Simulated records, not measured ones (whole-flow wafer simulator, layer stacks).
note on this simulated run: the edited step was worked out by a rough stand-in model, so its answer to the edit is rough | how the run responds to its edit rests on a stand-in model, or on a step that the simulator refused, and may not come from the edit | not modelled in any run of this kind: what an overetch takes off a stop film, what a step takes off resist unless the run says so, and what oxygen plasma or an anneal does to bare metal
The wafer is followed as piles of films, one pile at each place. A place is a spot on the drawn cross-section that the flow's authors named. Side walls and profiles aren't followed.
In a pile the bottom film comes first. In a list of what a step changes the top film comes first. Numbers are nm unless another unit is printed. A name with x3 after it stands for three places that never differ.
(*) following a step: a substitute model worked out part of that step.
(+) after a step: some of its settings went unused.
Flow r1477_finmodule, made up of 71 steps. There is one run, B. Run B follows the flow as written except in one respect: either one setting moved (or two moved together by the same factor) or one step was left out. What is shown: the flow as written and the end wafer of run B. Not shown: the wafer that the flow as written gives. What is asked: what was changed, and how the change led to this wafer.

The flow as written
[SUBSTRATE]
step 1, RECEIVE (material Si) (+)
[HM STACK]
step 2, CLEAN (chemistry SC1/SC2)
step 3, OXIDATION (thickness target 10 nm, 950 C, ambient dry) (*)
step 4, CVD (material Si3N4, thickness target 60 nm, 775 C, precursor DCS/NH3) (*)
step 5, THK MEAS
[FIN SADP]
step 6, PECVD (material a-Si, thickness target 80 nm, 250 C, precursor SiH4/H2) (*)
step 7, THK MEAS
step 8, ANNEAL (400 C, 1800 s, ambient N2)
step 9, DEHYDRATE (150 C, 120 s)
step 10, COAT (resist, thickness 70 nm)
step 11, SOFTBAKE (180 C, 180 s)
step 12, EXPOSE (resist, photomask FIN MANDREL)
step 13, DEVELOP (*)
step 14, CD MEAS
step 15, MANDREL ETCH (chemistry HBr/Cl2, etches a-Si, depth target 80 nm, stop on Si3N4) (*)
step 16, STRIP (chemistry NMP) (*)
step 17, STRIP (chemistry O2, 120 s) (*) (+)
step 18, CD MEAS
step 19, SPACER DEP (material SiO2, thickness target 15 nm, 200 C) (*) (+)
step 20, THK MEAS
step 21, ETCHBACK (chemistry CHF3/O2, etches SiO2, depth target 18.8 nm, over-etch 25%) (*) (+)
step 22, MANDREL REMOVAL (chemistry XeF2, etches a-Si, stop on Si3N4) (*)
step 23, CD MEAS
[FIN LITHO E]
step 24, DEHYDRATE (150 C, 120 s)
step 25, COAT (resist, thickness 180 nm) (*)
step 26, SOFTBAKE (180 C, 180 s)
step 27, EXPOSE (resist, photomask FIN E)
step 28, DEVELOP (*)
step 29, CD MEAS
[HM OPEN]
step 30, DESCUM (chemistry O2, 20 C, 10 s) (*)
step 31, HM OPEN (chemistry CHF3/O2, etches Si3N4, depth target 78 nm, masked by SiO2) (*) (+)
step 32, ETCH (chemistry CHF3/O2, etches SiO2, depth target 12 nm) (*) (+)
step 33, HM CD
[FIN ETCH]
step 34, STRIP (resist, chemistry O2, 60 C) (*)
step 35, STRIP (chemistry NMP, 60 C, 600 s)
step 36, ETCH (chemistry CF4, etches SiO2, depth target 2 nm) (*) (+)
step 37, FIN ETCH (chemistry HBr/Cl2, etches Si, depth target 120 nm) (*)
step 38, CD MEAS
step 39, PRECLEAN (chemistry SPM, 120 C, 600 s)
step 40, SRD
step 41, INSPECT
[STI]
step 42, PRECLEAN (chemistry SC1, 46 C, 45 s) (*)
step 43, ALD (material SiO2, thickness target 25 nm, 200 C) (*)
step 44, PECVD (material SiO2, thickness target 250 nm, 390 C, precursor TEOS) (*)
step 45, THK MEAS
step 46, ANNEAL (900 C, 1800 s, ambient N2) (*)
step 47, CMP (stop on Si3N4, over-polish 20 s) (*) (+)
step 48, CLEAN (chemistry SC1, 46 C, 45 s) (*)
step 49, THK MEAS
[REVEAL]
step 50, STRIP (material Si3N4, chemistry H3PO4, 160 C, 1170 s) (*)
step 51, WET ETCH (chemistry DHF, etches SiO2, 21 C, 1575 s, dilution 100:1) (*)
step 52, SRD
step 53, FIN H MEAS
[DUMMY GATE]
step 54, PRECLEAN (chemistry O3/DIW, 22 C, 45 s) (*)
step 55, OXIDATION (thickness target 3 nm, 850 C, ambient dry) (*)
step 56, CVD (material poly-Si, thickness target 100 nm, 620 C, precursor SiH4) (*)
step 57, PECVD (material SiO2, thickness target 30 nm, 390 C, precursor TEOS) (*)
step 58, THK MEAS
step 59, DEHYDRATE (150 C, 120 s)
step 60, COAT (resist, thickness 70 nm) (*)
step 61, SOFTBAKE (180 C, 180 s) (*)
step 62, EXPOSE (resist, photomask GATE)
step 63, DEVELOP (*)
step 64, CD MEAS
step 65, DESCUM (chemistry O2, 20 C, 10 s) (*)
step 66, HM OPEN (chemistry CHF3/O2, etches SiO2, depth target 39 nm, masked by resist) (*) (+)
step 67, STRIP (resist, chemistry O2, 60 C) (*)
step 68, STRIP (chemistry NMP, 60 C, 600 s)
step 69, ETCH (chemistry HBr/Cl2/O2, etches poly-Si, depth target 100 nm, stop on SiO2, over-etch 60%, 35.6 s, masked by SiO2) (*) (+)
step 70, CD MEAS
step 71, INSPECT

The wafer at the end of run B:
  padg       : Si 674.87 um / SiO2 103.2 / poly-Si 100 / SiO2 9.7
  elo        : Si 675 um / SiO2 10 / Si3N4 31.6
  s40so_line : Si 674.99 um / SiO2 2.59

What caused this: step 57, PECVD: thickness target 15 nm was run, though the flow has thickness target 30 nm.

How this came from the change, step by step:
  step 57, PECVD (material SiO2, thickness target 30 nm, 390 C, precursor TEOS) (*)
      pad, padg, elg and 33 more: SiO2 gains 15 (new film) (it would be, as written: SiO2 gains 30 (new film))
  step 66, HM OPEN (chemistry CHF3/O2, etches SiO2, depth target 39 nm, masked by resist) (*) (+)
      pad, elo, eso and 15 more: SiO2 loses 15 (all of it), poly-Si loses 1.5 (it would be, as written: SiO2 loses 30 (all of it), poly-Si loses 1.8)
      padg, elg, esg and 15 more: resist loses 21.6 (it would be, as written: resist loses 37.4)
  step 67, STRIP (resist, chemistry O2, 60 C) (*)
      padg, elg, esg: resist loses 31.7 (all of it) (it would be, as written: resist loses 15.9 (all of it))
      e40lg, e100lg, e200lg: resist loses 28.6 (all of it) (it would be, as written: resist loses 12.8 (all of it))
      (also at 12 further places)
